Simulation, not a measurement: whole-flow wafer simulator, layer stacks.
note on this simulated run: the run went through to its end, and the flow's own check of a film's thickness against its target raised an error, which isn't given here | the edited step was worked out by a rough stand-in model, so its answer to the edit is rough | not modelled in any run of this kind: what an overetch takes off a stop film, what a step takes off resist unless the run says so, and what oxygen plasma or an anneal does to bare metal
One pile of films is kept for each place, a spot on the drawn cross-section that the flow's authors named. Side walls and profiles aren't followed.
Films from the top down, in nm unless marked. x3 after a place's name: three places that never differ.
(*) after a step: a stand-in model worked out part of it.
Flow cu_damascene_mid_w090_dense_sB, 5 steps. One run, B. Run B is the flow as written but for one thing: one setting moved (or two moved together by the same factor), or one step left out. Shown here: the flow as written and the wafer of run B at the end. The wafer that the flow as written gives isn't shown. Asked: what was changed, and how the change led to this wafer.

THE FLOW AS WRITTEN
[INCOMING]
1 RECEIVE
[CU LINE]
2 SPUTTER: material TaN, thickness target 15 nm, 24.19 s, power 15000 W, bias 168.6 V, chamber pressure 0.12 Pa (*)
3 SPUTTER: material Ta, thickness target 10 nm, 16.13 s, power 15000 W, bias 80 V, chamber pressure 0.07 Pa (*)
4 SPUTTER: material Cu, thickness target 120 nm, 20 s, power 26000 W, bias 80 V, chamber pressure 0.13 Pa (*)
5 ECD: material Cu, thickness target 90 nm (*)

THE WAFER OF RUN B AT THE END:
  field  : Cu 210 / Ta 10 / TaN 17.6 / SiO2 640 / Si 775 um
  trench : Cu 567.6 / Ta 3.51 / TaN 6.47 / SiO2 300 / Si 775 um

The cause: step 2, SPUTTER: thickness target 17.6 nm was run, where the flow has thickness target 15 nm; step 2, SPUTTER: 28.42 s was run, where the flow has 24.19 s.
It can be read off the wafer: field has TaN 17.6, and step 2 as written asks for 15 nm.

How the change led to this, step by step:
  2 SPUTTER: material TaN, thickness target 15 nm, 24.19 s, power 15000 W, bias 168.6 V, chamber pressure 0.12 Pa (*)
      field: TaN +17.6 (new film) (as written it would be: TaN +15 (new film))
      trench: TaN +6.47 (new film) (as written it would be: TaN +5.51 (new film))
